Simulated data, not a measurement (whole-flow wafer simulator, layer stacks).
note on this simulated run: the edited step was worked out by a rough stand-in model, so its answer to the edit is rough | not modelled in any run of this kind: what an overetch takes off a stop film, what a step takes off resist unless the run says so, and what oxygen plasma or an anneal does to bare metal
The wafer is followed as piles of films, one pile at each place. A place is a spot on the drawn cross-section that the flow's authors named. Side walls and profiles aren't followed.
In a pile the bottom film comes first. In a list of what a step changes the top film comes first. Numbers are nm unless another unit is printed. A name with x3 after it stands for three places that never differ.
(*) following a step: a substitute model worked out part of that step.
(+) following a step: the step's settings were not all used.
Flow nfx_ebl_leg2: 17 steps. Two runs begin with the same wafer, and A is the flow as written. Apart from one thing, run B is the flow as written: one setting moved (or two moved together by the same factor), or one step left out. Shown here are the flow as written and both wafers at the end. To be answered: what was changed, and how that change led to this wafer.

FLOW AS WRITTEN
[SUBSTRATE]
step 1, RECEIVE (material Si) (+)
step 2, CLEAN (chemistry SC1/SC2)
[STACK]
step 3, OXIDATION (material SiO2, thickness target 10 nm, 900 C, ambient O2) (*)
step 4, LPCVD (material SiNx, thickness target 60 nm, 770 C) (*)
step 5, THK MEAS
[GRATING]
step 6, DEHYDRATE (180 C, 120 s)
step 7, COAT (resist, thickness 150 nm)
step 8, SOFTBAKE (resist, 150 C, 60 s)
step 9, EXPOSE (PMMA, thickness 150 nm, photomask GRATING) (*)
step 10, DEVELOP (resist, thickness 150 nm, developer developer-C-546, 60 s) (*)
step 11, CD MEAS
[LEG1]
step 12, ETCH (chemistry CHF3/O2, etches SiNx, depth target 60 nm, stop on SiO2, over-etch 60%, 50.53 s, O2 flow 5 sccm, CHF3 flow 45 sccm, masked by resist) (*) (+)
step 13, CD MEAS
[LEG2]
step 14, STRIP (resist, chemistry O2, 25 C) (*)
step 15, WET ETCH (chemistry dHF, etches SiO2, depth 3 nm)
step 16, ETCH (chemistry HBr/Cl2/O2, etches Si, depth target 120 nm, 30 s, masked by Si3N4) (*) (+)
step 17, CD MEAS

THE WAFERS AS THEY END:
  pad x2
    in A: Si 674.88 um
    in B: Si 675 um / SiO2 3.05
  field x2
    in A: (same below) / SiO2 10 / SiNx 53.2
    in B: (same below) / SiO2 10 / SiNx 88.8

The reason: step 4, LPCVD: thickness target 95.6 nm was run, whereas the flow has thickness target 60 nm.

How this came from the change, step by step:
  step 4, LPCVD (material SiNx, thickness target 60 nm, 770 C) (*)
      field x2, pad x2: A SiNx gains 60 (new film) | B SiNx gains 95.6 (new film)
  step 12, ETCH (chemistry CHF3/O2, etches SiNx, depth target 60 nm, stop on SiO2, over-etch 60%, 50.53 s, O2 flow 5 sccm, CHF3 flow 45 sccm, masked by resist) (*) (+)
      pad x2: A SiNx loses 60 (all of it), SiO2 loses 10 (all of it) | B SiNx loses 95.6 (all of it), SiO2 loses 0.2
  step 14, STRIP (resist, chemistry O2, 25 C) (*)
      pad x2: A chemical SiO2 gains 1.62 (new film), Si loses 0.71 | B nothing
  step 15, WET ETCH (chemistry dHF, etches SiO2, depth 3 nm)
      pad x2: A chemical SiO2 loses 1.62 (all of it) | B SiO2 loses 3
  step 16, ETCH (chemistry HBr/Cl2/O2, etches Si, depth target 120 nm, 30 s, masked by Si3N4) (*) (+)
      pad x2: A Si loses 120 | B SiO2 loses 3.75
